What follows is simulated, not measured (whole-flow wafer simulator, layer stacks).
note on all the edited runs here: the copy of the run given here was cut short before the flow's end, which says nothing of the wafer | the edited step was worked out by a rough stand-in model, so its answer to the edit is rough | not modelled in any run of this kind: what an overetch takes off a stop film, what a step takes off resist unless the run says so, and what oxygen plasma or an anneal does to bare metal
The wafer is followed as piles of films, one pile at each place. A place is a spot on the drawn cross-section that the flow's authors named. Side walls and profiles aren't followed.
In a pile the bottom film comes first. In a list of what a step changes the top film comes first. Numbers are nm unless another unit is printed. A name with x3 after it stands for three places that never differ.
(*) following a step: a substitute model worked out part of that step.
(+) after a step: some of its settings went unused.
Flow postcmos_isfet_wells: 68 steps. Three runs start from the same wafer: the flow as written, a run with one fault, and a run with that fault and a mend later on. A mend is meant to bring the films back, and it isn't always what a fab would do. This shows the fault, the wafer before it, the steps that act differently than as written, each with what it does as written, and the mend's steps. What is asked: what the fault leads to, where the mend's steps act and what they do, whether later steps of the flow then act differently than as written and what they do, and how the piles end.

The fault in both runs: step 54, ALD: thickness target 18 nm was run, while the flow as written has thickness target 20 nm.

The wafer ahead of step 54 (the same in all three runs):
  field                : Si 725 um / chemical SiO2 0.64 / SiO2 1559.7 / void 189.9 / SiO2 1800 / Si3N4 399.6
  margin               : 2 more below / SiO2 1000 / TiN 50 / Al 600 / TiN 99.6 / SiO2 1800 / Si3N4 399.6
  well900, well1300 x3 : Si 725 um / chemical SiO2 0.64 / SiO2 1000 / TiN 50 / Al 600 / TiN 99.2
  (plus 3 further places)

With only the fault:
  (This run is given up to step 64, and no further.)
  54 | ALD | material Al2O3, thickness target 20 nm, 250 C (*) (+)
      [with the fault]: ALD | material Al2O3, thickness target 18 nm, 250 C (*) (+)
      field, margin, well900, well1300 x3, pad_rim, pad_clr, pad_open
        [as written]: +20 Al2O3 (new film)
        [with the fault]: +18 Al2O3 (new film)
  None of the later steps of the flow up to step 64 differs from how it acts as written, at any place that is followed, by more than 2% or 0.5 nm, whichever is larger.
  The piles after step 64 differ from the flow's at field, margin, pad_rim, pad_clr, pad_open by more than 2% or 0.5 nm, whichever is larger.
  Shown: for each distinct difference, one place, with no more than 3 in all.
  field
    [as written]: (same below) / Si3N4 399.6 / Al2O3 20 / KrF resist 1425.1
    [with the fault]: (same below) / Si3N4 399.6 / Al2O3 18 / KrF resist 1420.9
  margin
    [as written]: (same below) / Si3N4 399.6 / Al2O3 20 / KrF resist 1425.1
    [with the fault]: (same below) / Si3N4 399.6 / Al2O3 18 / KrF resist 1420.8
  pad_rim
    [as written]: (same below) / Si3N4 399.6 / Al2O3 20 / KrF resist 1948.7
    [with the fault]: (same below) / Si3N4 399.6 / Al2O3 18 / KrF resist 1949.2

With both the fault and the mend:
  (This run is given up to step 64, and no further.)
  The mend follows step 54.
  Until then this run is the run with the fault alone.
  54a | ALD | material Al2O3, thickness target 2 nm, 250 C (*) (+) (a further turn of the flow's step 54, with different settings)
      field, margin, well900, well1300 x3, pad_rim, pad_clr, pad_open
        +2 Al2O3
  None of the later steps of the flow up to step 64 acts differently than as written at any place that is followed.
  At every place that both follow, the piles after step 64 match the flow's.
